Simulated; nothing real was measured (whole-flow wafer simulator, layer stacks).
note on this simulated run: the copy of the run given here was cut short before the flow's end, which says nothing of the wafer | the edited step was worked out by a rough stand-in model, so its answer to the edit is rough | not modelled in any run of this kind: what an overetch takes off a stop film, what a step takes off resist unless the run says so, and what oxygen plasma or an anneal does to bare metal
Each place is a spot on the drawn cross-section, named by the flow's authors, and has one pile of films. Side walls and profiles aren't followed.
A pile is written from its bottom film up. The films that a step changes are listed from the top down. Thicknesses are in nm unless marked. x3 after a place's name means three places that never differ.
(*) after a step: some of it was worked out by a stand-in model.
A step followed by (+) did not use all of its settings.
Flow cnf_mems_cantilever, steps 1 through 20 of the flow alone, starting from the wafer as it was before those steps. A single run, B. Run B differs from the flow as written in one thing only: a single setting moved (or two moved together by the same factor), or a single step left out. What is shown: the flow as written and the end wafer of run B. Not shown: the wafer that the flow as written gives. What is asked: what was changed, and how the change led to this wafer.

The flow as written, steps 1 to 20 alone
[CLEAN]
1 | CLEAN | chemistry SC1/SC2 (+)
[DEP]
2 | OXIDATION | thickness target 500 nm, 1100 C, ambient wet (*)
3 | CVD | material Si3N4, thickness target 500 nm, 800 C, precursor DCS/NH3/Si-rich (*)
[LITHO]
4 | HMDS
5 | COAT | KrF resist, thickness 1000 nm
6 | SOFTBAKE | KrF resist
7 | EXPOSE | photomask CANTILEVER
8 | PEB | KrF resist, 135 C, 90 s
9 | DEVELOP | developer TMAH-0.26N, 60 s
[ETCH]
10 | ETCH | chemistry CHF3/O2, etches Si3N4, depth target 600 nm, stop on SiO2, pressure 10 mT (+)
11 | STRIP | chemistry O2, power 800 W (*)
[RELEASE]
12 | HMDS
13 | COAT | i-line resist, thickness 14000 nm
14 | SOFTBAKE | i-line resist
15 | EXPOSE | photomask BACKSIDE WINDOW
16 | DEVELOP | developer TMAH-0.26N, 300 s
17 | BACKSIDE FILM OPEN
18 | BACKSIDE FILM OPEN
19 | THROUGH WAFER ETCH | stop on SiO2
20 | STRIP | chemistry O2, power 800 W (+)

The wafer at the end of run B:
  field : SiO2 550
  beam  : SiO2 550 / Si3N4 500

The reason: step 2, OXIDATION: thickness target 550 nm was run, while the flow as written has thickness target 500 nm.
The wafer itself shows it: field has SiO2 550, and step 2 as written asks for 500 nm.

Step by step, how the change led to this:
  2 | OXIDATION | thickness target 500 nm, 1100 C, ambient wet (*)
      field, beam: +550 SiO2 (new film), -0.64 chemical SiO2 (all of it), -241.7 Si (in the flow as written it would be: +500 SiO2 (new film), -0.64 chemical SiO2 (all of it), -219.7 Si)
  19 | THROUGH WAFER ETCH | stop on SiO2
      field: under 1 film: -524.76 um Si (all of it) (in the flow as written it would be: under 1 film: -524.78 um Si (all of it))
      beam: under 2 films: -524.76 um Si (all of it) (in the flow as written it would be: under 2 films: -524.78 um Si (all of it))
